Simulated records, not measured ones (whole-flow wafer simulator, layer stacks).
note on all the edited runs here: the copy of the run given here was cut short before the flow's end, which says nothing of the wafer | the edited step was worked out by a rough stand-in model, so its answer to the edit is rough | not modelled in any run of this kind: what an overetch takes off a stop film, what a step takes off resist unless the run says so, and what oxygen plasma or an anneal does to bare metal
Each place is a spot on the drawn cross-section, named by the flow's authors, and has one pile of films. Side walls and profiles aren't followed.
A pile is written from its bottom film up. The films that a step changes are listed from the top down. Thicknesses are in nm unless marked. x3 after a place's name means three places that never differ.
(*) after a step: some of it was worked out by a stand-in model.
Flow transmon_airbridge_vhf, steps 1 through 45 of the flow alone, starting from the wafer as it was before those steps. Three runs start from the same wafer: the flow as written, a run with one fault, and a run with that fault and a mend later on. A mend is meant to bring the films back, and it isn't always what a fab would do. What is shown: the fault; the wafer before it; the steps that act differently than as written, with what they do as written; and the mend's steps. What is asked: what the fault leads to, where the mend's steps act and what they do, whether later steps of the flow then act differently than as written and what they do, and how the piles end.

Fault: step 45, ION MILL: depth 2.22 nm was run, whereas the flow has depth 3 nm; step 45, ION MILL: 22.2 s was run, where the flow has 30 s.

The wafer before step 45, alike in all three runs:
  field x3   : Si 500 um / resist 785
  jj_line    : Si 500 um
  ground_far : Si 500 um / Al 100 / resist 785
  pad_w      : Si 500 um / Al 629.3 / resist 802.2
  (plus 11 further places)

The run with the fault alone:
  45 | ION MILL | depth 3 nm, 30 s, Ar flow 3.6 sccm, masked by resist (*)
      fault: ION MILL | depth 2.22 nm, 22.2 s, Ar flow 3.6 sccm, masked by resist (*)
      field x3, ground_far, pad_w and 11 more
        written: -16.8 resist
        fault: -12.4 resist
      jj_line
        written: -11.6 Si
        fault: -8.61 Si
  Every later step of the flow that is run acts as written at every place that is followed.
  At the end the piles are close to the flow's at the places that both follow, differing by at most 2% or 0.5 nm, whichever is larger.

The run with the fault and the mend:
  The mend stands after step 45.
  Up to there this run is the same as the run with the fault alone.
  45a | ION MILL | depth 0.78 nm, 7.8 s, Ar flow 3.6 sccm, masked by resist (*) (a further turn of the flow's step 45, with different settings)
      field x3, ground_far, pad_w and 11 more
        -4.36 resist
      jj_line
        -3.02 Si
  Every later step of the flow that is run acts as written at every place that is followed.
  By the end, the piles equal the flow's at every place that both follow.
